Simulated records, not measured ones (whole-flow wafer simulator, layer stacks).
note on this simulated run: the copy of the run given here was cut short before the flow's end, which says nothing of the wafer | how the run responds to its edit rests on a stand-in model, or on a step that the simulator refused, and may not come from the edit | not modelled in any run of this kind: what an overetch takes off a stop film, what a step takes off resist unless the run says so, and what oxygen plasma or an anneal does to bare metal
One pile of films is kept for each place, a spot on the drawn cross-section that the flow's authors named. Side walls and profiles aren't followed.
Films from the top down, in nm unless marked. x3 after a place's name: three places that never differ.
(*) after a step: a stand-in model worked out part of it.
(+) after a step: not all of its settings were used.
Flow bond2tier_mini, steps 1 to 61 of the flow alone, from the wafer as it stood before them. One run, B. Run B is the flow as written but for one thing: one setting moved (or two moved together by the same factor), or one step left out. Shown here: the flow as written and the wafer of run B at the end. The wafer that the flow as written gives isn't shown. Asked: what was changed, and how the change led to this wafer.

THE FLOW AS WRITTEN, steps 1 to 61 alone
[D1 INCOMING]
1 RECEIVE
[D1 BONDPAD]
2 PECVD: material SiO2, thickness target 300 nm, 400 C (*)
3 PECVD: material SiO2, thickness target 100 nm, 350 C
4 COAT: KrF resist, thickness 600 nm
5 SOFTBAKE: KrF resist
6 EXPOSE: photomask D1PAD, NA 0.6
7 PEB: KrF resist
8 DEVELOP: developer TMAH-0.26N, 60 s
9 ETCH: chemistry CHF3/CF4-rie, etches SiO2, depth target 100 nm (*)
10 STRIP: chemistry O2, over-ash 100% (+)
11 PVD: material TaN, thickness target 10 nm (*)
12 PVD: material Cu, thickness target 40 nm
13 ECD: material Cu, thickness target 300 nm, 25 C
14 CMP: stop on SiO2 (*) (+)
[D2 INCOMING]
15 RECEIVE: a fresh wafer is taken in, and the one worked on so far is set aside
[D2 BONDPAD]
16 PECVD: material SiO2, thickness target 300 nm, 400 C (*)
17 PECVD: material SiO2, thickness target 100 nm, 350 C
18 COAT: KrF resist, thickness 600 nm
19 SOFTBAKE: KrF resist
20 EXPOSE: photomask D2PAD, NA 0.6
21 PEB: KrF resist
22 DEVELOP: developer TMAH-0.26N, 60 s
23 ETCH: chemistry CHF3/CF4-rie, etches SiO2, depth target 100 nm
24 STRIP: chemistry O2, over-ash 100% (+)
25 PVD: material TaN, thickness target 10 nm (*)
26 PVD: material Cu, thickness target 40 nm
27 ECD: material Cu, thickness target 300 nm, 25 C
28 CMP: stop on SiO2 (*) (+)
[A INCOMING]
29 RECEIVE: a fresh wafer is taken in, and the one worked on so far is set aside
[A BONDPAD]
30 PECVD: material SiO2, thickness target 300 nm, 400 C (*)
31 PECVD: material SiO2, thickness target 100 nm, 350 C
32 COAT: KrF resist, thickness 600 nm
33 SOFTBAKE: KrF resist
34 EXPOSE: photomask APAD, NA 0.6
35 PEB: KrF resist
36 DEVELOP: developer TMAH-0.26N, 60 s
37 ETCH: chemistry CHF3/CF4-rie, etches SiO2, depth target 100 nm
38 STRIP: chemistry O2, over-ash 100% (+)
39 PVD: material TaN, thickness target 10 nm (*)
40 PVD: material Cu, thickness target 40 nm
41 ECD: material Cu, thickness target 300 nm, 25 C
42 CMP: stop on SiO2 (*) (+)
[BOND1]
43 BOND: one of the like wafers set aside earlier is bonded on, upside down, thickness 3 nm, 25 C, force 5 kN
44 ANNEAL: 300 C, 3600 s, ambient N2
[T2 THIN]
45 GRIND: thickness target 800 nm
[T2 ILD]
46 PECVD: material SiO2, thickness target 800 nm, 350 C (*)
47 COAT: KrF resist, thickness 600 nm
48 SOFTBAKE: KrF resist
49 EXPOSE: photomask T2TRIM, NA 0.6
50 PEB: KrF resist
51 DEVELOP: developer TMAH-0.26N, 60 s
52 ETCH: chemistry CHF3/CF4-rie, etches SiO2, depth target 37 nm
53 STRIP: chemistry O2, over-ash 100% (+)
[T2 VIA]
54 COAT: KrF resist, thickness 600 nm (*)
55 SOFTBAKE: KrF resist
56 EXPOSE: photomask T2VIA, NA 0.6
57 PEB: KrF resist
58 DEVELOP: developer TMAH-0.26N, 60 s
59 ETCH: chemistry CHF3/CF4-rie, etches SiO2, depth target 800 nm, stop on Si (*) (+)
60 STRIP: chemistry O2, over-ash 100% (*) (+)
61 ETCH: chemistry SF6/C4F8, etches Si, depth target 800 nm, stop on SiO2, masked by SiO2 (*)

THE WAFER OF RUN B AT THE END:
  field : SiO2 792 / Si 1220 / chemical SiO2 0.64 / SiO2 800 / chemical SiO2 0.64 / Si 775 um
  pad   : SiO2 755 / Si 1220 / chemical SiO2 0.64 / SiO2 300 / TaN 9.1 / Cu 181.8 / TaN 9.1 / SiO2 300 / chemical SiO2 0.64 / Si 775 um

The cause: step 45, GRIND: thickness target 1220 nm was run, where the flow has thickness target 800 nm.
It can be read off the wafer: field has Si 1220, and step 45 as written asks for 800 nm.

How the change led to this, step by step:
  45 GRIND: thickness target 800 nm
      field, pad, via: Si -773.78 um (as written it would be: Si -774.2 um)
